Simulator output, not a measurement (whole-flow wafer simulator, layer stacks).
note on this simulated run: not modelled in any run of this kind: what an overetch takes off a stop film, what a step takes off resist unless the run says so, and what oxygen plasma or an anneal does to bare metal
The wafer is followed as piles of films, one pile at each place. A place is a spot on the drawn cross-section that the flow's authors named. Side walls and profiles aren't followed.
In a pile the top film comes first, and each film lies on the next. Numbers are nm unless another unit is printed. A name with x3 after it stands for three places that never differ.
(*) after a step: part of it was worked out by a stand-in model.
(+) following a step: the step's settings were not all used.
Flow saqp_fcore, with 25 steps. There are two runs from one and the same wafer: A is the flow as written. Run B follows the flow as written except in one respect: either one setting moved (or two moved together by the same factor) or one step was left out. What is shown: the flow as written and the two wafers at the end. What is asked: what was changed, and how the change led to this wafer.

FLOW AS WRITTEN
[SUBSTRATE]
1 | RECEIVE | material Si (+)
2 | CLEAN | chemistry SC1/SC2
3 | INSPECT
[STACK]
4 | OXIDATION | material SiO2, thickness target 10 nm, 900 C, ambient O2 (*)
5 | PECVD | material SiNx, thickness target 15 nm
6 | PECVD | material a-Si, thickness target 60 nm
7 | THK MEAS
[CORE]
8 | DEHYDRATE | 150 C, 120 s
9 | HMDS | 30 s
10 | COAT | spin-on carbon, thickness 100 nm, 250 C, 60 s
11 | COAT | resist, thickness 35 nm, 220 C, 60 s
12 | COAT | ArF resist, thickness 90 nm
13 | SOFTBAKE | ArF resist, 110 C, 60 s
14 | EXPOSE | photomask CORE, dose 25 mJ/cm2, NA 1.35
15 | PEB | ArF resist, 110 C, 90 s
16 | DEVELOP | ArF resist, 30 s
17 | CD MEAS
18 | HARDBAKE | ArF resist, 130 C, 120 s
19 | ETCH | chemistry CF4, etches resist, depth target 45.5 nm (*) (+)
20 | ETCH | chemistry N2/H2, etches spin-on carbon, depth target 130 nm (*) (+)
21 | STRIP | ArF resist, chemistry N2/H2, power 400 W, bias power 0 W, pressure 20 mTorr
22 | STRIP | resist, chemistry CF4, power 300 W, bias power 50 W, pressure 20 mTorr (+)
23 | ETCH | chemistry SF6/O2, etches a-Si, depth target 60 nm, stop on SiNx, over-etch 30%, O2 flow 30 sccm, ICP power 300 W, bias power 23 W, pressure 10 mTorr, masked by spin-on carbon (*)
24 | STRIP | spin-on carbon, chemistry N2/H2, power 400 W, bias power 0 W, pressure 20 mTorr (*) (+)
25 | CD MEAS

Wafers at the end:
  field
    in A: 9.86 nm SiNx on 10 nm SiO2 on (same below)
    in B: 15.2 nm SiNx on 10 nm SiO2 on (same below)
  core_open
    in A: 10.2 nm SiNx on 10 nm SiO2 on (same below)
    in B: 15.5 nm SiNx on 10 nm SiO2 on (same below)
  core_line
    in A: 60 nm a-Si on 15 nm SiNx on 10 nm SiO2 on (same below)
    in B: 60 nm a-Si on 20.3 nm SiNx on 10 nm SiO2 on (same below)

The reason: step 5, PECVD: thickness target 20.3 nm was run, though the flow has thickness target 15 nm.
The wafer itself shows it: core_line has SiNx 20.3, and step 5 as written asks for 15 nm.

Step by step, how the change led to this:
  5 | PECVD | material SiNx, thickness target 15 nm
      field, core_open, core_line: A +15 SiNx (new film) | B +20.3 SiNx (new film)
